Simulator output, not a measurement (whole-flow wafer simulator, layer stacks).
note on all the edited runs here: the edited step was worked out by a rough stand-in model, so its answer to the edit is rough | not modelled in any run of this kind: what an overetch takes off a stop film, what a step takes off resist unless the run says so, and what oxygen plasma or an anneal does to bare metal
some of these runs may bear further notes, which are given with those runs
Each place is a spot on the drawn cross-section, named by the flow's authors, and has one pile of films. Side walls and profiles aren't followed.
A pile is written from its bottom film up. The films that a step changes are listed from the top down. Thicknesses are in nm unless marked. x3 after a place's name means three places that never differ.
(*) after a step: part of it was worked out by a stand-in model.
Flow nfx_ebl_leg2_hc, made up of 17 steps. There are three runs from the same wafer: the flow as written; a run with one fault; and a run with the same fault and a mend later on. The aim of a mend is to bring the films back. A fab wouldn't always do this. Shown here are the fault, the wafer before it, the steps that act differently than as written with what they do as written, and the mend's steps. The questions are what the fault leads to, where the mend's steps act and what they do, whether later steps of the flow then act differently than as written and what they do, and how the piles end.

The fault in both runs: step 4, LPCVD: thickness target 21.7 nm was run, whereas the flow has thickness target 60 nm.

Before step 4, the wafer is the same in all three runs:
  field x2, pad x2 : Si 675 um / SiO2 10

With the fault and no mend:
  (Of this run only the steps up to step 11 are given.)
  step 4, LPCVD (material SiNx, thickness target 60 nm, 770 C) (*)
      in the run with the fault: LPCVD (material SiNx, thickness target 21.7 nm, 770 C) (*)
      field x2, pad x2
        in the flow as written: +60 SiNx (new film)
        in the run with the fault: +21.7 SiNx (new film)
  Every later step of the flow up to step 11 that is run acts as written at every place that is followed.
  After step 11, at field x2, pad x2, the piles differ from the flow's by more than 2% or 0.5 nm, whichever is larger.
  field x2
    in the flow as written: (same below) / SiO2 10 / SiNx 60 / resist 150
    in the run with the fault: (same below) / SiO2 10 / SiNx 21.7 / resist 150
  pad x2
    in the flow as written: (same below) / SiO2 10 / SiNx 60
    in the run with the fault: (same below) / SiO2 10 / SiNx 21.7

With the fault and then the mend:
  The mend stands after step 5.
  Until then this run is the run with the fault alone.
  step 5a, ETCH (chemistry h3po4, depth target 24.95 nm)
      field x2, pad x2
        -21.7 SiNx (all of it)
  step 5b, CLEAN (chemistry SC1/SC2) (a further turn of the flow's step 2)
      leaves every film unchanged at each place that is followed
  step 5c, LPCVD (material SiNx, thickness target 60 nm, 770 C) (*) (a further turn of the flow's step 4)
      field x2, pad x2
        +60 SiNx (new film)
  Every later step of the flow that is run acts as written at every place that is followed.
  By the end, the piles equal the flow's at every place that both follow.
